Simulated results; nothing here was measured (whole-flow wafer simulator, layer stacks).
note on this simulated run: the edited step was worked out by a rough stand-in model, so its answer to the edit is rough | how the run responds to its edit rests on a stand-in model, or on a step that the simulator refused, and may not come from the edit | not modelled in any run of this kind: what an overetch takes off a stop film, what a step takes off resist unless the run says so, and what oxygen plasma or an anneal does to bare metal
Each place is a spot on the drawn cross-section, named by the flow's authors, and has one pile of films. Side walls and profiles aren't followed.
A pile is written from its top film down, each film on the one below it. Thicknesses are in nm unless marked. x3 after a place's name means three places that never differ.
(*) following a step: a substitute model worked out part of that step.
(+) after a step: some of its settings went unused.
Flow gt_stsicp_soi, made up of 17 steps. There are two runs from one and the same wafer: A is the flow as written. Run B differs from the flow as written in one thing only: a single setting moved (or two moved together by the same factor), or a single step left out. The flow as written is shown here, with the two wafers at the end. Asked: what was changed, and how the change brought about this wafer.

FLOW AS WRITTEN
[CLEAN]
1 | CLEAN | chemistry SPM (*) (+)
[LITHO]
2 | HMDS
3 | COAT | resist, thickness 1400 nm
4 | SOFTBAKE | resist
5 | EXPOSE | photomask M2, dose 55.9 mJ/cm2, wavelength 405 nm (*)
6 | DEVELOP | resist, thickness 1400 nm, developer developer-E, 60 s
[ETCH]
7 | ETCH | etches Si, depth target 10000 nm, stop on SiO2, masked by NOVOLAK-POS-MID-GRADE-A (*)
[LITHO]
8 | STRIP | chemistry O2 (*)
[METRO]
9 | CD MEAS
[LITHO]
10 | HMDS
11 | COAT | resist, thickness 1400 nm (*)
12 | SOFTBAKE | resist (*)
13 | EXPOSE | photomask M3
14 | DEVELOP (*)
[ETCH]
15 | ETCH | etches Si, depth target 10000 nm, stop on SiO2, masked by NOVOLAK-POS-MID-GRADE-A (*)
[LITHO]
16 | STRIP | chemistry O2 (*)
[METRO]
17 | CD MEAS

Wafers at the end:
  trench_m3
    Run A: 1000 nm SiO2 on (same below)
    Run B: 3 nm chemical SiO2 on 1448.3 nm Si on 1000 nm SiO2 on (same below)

Cause: step 15, ETCH: depth target 8550 nm was run, whereas the flow has depth target 10000 nm.

The path from the change to this, step by step:
  15 | ETCH | etches Si, depth target 10000 nm, stop on SiO2, masked by NOVOLAK-POS-MID-GRADE-A (*)
      trench_m3: A chemical SiO2 loses 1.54 (all of it), Si loses 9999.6 (all of it) | B chemical SiO2 loses 1.54 (all of it), Si loses 8550
      field, trench_m2: A resist loses 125 | B resist loses 106.9
  16 | STRIP | chemistry O2 (*)
      trench_m3: A nothing | B chemical SiO2 gains 3 (new film), Si loses 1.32
